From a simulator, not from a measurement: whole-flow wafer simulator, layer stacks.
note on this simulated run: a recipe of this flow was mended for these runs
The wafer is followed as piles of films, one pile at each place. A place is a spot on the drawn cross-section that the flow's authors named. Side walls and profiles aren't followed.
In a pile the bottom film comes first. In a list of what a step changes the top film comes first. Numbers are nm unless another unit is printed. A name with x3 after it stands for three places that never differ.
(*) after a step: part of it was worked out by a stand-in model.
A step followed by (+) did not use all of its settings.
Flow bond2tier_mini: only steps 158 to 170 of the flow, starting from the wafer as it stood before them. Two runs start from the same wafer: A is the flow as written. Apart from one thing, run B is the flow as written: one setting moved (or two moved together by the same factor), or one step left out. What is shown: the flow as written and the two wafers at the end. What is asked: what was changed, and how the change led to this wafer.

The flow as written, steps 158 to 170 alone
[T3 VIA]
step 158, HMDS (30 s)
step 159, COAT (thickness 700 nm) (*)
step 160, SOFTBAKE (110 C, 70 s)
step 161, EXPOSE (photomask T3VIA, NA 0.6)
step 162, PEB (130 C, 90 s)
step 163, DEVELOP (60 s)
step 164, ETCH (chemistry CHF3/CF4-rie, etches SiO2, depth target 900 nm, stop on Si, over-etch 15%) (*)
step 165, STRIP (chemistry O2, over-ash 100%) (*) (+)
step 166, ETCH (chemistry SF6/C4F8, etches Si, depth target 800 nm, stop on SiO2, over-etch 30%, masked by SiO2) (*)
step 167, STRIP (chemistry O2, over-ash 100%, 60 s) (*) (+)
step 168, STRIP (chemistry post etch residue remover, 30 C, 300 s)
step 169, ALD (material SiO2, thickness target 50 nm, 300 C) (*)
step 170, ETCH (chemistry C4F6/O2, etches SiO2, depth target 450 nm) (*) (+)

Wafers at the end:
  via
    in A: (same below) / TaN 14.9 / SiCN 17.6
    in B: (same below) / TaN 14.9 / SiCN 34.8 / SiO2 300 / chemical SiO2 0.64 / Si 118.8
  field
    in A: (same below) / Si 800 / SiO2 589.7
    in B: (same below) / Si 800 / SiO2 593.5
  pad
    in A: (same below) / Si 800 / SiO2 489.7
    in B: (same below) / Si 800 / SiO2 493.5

The reason: step 166, ETCH: depth target 500 nm was run, whereas the flow has depth target 800 nm.

How this came from the change, step by step:
  step 166, ETCH (chemistry SF6/C4F8, etches Si, depth target 800 nm, stop on SiO2, over-etch 30%, masked by SiO2) (*)
      via: A Si loses 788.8 (all of it), chemical SiO2 loses 0.64 (all of it), SiO2 loses 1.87 | B Si loses 650
      field, pad: A SiO2 loses 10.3 | B SiO2 loses 6.5
  step 169, ALD (material SiO2, thickness target 50 nm, 300 C) (*)
      via: A SiO2 gains 50 | B SiO2 gains 50 (new film)
  step 170, ETCH (chemistry C4F6/O2, etches SiO2, depth target 450 nm) (*) (+)
      via: A SiO2 loses 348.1 (all of it), SiCN loses 17.2 | B SiO2 loses 50 (all of it), Si loses 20
